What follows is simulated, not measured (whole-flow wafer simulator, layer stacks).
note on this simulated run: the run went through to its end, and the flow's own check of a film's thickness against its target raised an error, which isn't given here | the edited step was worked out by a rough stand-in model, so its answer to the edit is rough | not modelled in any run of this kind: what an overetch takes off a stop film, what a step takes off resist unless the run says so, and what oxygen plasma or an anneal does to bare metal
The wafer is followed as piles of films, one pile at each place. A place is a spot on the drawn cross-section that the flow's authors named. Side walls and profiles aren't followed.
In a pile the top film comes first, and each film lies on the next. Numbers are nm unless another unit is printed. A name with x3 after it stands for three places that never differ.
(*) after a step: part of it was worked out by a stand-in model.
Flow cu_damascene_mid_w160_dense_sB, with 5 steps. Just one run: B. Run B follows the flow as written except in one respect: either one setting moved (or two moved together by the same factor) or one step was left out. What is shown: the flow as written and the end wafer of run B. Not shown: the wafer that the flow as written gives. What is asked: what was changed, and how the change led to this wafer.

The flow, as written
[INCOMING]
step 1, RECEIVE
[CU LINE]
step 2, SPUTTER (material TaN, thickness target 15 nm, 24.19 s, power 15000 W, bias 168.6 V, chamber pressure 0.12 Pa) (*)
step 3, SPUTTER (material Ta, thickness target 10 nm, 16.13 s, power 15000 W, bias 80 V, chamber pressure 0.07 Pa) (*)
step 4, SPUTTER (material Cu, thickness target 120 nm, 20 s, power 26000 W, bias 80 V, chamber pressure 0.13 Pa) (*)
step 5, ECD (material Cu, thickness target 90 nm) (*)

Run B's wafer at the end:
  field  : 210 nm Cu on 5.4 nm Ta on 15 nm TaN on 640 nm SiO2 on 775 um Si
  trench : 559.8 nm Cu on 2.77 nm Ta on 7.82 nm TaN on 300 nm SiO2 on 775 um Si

The reason: step 3, SPUTTER: thickness target 5.4 nm was run, whereas the flow has thickness target 10 nm; step 3, SPUTTER: 8.678 s was run, where the flow has 16.13 s.
One can read it off the wafer: field has Ta 5.4, and step 3 as written asks for 10 nm.

The path from the change to this, step by step:
  step 3, SPUTTER (material Ta, thickness target 10 nm, 16.13 s, power 15000 W, bias 80 V, chamber pressure 0.07 Pa) (*)
      field: Ta gains 5.4 (new film) (it would be, as written: Ta gains 10 (new film))
      trench: Ta gains 2.77 (new film) (it would be, as written: Ta gains 5.14 (new film))
